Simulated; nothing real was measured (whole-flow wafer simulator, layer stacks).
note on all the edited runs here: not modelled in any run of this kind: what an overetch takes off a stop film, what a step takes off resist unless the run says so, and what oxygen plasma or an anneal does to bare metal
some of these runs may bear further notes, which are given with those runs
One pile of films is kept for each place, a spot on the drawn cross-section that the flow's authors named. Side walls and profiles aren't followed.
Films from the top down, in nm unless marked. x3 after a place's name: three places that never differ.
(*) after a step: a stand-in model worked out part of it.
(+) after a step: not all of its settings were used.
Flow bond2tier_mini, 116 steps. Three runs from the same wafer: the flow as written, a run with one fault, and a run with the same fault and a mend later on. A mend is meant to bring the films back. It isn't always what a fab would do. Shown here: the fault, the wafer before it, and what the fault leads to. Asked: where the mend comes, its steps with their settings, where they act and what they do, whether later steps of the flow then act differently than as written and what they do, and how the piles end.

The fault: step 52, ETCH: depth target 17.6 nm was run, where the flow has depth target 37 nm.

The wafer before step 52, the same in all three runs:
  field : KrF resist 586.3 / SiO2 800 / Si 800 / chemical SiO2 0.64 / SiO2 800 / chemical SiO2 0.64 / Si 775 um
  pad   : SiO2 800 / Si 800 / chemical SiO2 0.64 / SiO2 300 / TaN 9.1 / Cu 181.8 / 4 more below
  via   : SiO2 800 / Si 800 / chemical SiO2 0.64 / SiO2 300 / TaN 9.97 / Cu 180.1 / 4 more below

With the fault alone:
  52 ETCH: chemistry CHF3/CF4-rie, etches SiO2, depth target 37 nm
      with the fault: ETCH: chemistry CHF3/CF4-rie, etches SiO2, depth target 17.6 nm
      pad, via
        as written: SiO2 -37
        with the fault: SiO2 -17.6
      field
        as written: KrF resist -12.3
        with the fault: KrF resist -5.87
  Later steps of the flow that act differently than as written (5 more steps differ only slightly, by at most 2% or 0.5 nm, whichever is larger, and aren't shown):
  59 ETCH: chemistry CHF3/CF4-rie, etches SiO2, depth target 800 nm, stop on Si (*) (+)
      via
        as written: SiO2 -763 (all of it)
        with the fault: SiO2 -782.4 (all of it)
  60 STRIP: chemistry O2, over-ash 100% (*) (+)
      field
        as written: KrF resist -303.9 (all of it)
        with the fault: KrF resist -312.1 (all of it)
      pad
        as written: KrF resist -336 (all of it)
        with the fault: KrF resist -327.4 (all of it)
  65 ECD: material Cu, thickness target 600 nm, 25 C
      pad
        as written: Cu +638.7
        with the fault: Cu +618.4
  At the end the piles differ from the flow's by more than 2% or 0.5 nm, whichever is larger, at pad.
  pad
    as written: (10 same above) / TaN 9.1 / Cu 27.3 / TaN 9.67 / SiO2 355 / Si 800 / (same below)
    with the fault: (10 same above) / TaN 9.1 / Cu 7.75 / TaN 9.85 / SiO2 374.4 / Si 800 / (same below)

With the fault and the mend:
  The mend comes after step 53.
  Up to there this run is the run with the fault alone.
  53a COAT: KrF resist, thickness 600 nm (*) (the flow's step 47 once more)
      field
        KrF resist +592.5 (new film)
      pad
        KrF resist +607.8 (new film)
      via
        KrF resist +606.8 (new film)
  53b SOFTBAKE: KrF resist (the flow's step 48 once more)
      changes no film at any place that is followed
  53c EXPOSE: photomask T2TRIM, NA 0.6 (the flow's step 49 once more)
      changes no film at any place that is followed
  53d PEB: KrF resist (the flow's step 50 once more)
      changes no film at any place that is followed
  53e DEVELOP: developer TMAH-0.26N, 60 s (the flow's step 51 once more)
      field
        KrF resist -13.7
      pad
        KrF resist -607.8 (all of it)
      via
        KrF resist -606.8 (all of it)
  53f ETCH: chemistry CHF3/CF4-rie, etches SiO2, depth target 19.4 nm (the flow's step 52 once more, with other settings)
      pad, via
        SiO2 -19.4
      field
        KrF resist -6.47
  53g STRIP: chemistry O2, over-ash 100% (+) (the flow's step 53 once more)
      field
        KrF resist -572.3 (all of it)
  No later step of the flow acts differently than as written at any place that is followed.
  At the end the piles are the same as the flow's at every place that both follow.
